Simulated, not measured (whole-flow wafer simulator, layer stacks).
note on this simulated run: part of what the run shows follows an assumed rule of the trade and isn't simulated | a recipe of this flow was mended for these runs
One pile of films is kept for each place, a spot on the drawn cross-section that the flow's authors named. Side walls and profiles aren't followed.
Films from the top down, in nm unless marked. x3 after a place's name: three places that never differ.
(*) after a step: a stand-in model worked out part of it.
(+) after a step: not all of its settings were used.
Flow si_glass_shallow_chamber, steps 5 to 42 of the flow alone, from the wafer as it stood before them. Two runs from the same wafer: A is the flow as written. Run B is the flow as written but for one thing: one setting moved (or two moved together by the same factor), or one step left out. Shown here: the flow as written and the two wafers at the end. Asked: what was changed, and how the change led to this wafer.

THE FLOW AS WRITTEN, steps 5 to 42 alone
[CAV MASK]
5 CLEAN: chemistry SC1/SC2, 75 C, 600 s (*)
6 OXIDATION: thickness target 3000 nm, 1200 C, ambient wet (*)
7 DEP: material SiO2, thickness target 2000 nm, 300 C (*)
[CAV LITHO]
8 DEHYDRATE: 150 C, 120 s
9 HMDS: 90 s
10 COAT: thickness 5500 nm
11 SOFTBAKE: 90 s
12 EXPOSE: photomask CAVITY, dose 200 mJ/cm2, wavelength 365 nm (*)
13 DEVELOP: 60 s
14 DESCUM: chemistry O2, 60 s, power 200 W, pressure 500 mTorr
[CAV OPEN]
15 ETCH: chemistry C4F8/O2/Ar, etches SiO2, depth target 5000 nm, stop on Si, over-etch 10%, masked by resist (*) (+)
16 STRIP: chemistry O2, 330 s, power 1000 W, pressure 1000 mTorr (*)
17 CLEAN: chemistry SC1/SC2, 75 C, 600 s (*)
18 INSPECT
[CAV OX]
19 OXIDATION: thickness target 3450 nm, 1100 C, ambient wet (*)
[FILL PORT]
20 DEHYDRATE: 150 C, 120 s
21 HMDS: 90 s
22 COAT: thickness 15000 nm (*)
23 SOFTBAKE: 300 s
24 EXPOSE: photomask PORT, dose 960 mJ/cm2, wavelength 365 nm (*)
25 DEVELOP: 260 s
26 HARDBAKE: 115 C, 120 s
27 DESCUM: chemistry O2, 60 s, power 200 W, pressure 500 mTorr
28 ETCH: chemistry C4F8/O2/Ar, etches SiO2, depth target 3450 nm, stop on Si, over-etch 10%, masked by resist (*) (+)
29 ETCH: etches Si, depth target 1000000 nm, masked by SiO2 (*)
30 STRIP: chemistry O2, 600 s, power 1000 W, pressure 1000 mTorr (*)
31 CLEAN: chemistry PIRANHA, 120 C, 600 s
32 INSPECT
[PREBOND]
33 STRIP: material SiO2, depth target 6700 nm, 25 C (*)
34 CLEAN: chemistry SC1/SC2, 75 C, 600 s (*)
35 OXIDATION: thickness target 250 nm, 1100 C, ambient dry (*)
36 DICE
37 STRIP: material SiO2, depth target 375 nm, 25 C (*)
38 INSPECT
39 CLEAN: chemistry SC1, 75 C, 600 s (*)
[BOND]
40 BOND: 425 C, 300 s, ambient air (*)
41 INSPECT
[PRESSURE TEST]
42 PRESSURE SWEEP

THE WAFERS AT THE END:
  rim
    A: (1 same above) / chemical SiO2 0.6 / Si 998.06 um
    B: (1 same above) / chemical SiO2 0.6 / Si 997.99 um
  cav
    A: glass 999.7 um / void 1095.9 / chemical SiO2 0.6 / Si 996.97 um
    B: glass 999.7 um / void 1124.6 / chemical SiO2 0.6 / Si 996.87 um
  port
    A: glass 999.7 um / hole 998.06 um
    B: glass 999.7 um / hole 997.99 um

The cause: step 7, DEP: thickness target 1200 nm was run, where the flow has thickness target 2000 nm.

How the change led to this, step by step:
  7 DEP: material SiO2, thickness target 2000 nm, 300 C (*)
      rim, ramp, cav, port, septum, ring: A SiO2 +2000 | B SiO2 +1200
  15 ETCH: chemistry C4F8/O2/Ar, etches SiO2, depth target 5000 nm, stop on Si, over-etch 10%, masked by resist (*) (+)
      rim, ramp, septum, ring: A thick-i-line-resist -1100 | B thick-i-line-resist -924
      cav, port: A SiO2 -5000 (all of it), Si -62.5 | B SiO2 -4200 (all of it), Si -162.5
  16 STRIP: chemistry O2, 330 s, power 1000 W, pressure 1000 mTorr (*)
      rim, ramp, septum, ring: A thick-i-line-resist -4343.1 (all of it) | B thick-i-line-resist -4519.1 (all of it)
  19 OXIDATION: thickness target 3450 nm, 1100 C, ambient wet (*)
      rim, ramp, septum, ring: A SiO2 +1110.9, Si -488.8 | B SiO2 +1273.1, Si -560.2
  22 COAT: thickness 15000 nm (*)
      rim: A thick-i-line-resist +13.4 um (new film) | B thick-i-line-resist +13.65 um (new film)
      ramp: A thick-i-line-resist +12.89 um (new film) | B thick-i-line-resist +13.22 um (new film)
      (and at 4 more places)
  23 SOFTBAKE: 300 s
      rim: A thick-i-line-resist -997 | B thick-i-line-resist -826.6
      ramp: A thick-i-line-resist -487.1 | B thick-i-line-resist -398.2
      (and at 4 more places)
  25 DEVELOP: 260 s
      port: A thick-i-line-resist -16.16 um (all of it) | B thick-i-line-resist -15.97 um (all of it)
  26 HARDBAKE: 115 C, 120 s
      rim, ramp: A thick-i-line-resist -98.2 | B thick-i-line-resist -103.4
  29 ETCH: etches Si, depth target 1000000 nm, masked by SiO2 (*)
      rim, ramp: A thick-i-line-resist -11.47 um (all of it), SiO2 -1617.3 | B thick-i-line-resist -11.89 um (all of it), SiO2 -1395.2
      port: A hole +997.05 um (new film), Si -997.05 um (all of it) | B hole +996.95 um (new film), Si -996.95 um (all of it)
      (and at 2 more places)
  30 STRIP: chemistry O2, 600 s, power 1000 W, pressure 1000 mTorr (*)
      cav: A thick-i-line-resist -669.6 (all of it) | B thick-i-line-resist -484.5 (all of it)
  33 STRIP: material SiO2, depth target 6700 nm, 25 C (*)
      rim, ramp: A SiO2 -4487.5 (all of it) | B SiO2 -4071.9 (all of it)
      septum: A SiO2 -5732.1 (all of it) | B SiO2 -5113.7 (all of it)
      (and at 1 more place)
  40 BOND: 425 C, 300 s, ambient air (*)
      cav: A glass +999.7 um (new film), void +1095.9 (new film) | B glass +999.7 um (new film), void +1124.6 (new film)
      port: A glass +999.7 um (new film), hole +1017.3 | B glass +999.7 um (new film), hole +1045.9
